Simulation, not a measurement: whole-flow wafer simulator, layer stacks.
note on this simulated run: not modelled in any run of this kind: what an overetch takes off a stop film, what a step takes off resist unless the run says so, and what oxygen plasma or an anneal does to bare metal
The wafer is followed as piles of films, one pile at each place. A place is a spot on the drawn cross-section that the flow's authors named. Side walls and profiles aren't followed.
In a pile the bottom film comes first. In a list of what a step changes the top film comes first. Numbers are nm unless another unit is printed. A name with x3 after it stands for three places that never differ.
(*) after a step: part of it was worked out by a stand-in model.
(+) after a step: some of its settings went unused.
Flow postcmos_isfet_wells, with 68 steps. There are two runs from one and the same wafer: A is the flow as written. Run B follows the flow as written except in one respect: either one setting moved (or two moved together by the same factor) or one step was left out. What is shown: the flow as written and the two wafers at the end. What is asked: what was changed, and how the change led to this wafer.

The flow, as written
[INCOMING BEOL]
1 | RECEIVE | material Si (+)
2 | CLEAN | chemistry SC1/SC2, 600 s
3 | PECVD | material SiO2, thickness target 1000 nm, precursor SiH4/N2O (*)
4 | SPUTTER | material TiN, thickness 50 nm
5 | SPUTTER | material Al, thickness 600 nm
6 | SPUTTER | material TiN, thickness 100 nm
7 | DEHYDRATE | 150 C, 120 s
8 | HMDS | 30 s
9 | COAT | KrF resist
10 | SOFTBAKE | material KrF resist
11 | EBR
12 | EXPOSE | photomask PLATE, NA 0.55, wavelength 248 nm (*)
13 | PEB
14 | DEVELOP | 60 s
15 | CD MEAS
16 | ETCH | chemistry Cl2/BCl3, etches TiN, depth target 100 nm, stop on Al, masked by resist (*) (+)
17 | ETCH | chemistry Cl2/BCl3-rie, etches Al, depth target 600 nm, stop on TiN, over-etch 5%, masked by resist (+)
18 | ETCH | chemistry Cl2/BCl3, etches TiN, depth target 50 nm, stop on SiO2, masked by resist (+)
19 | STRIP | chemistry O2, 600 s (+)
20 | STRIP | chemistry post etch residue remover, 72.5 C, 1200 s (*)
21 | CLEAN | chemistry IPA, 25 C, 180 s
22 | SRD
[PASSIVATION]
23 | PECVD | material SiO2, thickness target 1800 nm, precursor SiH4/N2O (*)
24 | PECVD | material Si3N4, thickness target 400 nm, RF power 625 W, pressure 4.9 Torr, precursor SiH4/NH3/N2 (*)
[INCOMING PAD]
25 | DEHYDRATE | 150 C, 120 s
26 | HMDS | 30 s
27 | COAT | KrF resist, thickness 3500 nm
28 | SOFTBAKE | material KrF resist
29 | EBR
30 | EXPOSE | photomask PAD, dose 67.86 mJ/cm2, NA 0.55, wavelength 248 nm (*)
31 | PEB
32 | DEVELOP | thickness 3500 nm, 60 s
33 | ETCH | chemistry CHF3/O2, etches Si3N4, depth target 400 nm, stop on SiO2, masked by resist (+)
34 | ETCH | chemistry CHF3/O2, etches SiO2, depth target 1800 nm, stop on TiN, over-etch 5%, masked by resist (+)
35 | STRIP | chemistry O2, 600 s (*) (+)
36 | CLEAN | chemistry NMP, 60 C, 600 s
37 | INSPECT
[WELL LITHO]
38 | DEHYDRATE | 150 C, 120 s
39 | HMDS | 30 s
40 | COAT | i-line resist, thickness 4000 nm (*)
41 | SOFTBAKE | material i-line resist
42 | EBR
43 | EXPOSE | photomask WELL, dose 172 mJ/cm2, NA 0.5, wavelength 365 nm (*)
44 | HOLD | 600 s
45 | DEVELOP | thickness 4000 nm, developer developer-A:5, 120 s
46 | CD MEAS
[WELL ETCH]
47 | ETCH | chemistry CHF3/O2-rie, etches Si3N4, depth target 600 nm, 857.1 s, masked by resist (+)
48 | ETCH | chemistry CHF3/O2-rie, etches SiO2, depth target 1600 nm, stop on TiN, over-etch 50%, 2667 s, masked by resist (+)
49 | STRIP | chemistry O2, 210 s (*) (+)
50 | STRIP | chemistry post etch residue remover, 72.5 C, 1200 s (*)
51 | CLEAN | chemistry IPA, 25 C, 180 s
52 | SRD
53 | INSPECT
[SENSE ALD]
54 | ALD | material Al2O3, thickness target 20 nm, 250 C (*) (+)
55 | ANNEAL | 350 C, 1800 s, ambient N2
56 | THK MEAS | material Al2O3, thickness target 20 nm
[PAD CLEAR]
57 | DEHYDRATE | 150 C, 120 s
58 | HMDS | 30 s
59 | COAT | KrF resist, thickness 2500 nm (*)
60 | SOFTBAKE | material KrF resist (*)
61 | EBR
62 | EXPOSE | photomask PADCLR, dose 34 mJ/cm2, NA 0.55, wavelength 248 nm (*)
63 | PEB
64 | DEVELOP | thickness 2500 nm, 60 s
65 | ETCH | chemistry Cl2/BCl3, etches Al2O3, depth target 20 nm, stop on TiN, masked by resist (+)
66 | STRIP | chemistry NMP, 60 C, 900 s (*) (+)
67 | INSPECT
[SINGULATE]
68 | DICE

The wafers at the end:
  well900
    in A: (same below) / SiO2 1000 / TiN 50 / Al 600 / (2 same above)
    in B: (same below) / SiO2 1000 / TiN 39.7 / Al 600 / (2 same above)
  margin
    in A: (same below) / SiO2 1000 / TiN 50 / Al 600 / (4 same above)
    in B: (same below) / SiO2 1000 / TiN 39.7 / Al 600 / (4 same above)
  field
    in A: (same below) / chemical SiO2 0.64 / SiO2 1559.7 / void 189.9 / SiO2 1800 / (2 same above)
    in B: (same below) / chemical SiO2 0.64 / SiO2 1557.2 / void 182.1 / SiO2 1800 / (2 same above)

What caused this: step 4, SPUTTER: thickness 39.7 nm was run, whereas the flow has thickness 50 nm.
One can read it off the wafer: well900 has TiN 39.7, and step 4 as written asks for 50 nm.

Step by step, how the change led to this:
  4 | SPUTTER | material TiN, thickness 50 nm
      field, margin, well900 and 6 more: A +50 TiN (new film) | B +39.7 TiN (new film)
  18 | ETCH | chemistry Cl2/BCl3, etches TiN, depth target 50 nm, stop on SiO2, masked by resist (+)
      field: A -50 TiN (all of it) | B -39.7 TiN (all of it)
  23 | PECVD | material SiO2, thickness target 1800 nm, precursor SiH4/N2O (*)
      field: A +1800 SiO2 (new film), +189.9 void (new film), +559.7 SiO2 | B +1800 SiO2 (new film), +182.1 void (new film), +557.2 SiO2
